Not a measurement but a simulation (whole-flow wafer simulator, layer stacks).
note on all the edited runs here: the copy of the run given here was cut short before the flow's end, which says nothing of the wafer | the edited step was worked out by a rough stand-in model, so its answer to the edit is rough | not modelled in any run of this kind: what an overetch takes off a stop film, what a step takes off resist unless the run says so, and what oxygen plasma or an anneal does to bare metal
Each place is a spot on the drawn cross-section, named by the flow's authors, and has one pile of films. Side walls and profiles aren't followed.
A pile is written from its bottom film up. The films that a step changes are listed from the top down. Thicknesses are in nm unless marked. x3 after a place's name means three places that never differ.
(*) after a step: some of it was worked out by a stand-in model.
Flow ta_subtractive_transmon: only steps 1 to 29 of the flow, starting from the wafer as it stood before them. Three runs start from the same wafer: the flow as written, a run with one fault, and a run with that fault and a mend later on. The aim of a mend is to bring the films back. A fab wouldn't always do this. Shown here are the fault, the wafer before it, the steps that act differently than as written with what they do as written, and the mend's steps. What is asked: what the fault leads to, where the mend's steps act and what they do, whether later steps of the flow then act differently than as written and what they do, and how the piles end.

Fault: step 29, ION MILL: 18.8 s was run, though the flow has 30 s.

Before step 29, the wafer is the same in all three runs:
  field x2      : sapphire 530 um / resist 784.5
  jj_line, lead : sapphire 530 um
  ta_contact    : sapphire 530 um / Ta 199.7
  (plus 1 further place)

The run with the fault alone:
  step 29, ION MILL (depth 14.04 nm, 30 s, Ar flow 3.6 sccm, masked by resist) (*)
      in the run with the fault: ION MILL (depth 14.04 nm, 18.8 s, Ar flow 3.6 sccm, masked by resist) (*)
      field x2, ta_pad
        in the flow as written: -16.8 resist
        in the run with the fault: -10.5 resist
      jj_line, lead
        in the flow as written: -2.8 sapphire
        in the run with the fault: -1.75 sapphire
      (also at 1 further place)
  Every later step of the flow that is run acts as written at every place that is followed.
  When the end is reached, the piles differ only a little from the flow's at the places that both follow, at most by 2% or 0.5 nm, whichever is larger.

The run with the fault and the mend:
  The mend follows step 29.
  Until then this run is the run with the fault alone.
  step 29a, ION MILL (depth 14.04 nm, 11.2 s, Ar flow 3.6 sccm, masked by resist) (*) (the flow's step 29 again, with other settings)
      field x2, ta_pad
        -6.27 resist
      jj_line, lead
        -1.04 sapphire
      ta_contact
        -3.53 Ta
  Every later step of the flow that is run acts as written at every place that is followed.
  By the end, the piles equal the flow's at every place that both follow.
